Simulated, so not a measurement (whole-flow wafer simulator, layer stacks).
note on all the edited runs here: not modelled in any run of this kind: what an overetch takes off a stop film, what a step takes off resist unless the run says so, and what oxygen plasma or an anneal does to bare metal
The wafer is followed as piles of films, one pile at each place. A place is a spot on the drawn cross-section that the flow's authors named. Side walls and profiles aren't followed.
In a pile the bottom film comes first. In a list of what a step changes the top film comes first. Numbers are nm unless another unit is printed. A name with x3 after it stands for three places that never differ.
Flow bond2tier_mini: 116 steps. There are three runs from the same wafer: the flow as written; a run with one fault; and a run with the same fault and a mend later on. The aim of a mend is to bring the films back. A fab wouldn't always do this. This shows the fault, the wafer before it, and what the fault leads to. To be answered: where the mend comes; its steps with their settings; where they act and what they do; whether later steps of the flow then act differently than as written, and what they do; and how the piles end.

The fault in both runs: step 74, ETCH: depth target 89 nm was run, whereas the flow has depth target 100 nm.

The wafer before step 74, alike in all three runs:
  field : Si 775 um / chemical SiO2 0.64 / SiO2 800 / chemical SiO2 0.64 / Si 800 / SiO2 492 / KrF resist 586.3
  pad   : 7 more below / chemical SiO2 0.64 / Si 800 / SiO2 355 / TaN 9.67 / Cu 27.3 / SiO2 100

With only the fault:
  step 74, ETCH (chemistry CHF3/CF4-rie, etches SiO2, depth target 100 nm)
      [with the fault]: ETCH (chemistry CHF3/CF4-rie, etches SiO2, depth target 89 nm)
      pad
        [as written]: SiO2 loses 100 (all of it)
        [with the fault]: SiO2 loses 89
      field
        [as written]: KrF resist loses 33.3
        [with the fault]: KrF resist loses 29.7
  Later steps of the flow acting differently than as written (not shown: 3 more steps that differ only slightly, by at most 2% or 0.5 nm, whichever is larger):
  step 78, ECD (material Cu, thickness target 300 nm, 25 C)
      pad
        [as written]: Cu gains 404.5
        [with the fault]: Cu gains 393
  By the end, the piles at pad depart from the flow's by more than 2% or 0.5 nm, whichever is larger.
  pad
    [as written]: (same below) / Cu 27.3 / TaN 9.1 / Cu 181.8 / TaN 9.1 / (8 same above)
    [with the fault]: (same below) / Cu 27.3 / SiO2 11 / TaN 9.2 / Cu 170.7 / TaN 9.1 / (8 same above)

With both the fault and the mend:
  After step 74 comes the mend.
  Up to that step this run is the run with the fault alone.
  step 74a, ETCH (chemistry CHF3/CF4-rie, etches SiO2, depth target 11 nm) (a further turn of the flow's step 74, with different settings)
      field
        KrF resist loses 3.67
      pad
        SiO2 loses 11 (all of it)
  Every later step of the flow that is run acts as written at every place that is followed.
  By the end, the piles equal the flow's at every place that both follow.
